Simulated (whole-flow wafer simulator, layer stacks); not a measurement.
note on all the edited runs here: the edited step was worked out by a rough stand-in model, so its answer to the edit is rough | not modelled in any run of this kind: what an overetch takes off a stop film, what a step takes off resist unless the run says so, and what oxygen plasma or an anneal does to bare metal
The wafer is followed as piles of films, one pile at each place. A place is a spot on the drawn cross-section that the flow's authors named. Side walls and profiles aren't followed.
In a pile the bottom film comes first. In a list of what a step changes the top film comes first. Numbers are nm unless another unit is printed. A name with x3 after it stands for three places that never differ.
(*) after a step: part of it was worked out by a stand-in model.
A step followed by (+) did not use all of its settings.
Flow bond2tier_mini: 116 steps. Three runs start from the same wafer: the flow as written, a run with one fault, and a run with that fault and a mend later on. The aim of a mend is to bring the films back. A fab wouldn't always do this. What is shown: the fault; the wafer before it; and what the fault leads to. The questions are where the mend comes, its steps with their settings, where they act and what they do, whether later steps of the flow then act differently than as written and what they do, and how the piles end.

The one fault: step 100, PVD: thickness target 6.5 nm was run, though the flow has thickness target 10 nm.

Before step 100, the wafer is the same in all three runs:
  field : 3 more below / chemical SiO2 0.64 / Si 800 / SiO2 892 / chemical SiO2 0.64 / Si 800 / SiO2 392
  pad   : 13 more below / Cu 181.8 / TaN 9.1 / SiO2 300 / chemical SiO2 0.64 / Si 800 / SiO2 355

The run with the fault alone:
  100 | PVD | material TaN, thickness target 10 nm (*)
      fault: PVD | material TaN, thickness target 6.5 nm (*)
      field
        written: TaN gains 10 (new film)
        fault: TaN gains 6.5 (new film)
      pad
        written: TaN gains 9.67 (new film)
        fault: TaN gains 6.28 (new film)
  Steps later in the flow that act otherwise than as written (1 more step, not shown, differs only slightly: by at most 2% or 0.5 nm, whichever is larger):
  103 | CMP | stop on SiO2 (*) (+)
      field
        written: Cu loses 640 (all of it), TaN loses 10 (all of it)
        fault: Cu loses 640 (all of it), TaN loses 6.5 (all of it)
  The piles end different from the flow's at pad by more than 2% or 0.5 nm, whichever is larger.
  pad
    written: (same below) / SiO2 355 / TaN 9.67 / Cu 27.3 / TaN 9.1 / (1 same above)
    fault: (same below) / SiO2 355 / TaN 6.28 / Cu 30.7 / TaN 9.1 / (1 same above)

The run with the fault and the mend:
  After step 100 comes the mend.
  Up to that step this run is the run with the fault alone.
  100a | PVD | material TaN, thickness target 3.5 nm (*) (the flow's step 100, run once more with other settings)
      field
        TaN gains 3.5
      pad
        TaN gains 3.38
  Later steps of the flow that are run all act as written at every place that is followed.
  At the end the piles are close to the flow's at the places that both follow, differing by at most 2% or 0.5 nm, whichever is larger.
